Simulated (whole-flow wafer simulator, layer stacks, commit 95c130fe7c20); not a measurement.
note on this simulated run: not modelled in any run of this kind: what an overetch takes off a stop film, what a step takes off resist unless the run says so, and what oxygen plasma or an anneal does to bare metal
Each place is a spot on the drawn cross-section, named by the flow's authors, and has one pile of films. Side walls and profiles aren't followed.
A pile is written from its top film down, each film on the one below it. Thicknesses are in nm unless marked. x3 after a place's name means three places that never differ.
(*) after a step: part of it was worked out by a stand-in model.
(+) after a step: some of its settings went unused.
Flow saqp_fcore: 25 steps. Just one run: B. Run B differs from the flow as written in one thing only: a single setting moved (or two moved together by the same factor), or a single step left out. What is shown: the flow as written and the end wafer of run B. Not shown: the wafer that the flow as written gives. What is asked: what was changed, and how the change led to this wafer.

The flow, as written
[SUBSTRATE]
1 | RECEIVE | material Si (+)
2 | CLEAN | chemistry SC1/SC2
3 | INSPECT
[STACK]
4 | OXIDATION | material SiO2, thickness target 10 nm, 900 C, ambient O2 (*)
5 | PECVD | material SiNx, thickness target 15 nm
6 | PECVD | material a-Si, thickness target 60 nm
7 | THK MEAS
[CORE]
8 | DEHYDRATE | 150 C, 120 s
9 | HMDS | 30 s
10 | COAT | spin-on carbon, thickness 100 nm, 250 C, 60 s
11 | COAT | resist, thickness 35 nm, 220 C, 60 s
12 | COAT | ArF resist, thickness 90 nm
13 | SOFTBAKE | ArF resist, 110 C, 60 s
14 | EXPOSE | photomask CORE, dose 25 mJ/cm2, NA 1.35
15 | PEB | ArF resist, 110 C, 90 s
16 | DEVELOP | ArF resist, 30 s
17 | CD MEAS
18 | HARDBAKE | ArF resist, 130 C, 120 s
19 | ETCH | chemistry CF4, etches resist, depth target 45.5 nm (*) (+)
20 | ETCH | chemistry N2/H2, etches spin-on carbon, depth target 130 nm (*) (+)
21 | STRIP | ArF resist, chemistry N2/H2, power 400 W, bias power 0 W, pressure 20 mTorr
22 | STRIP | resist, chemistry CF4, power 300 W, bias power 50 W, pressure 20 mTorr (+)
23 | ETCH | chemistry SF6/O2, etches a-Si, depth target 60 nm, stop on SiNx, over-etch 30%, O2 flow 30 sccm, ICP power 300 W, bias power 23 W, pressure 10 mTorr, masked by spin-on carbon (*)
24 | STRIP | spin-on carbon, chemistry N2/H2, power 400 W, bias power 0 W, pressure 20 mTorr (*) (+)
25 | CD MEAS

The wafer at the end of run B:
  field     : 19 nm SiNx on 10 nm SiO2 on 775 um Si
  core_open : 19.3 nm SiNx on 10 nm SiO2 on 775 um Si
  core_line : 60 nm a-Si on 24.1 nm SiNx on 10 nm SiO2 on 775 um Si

Cause: step 5, PECVD: thickness target 24.1 nm was run, whereas the flow has thickness target 15 nm.
The wafer lets one read it off: core_line has SiNx 24.1, and step 5 as written asks for 15 nm.

Step by step, how the change led to this:
  5 | PECVD | material SiNx, thickness target 15 nm
      field, core_open, core_line: +24.1 SiNx (new film) (it would be, as written: +15 SiNx (new film))
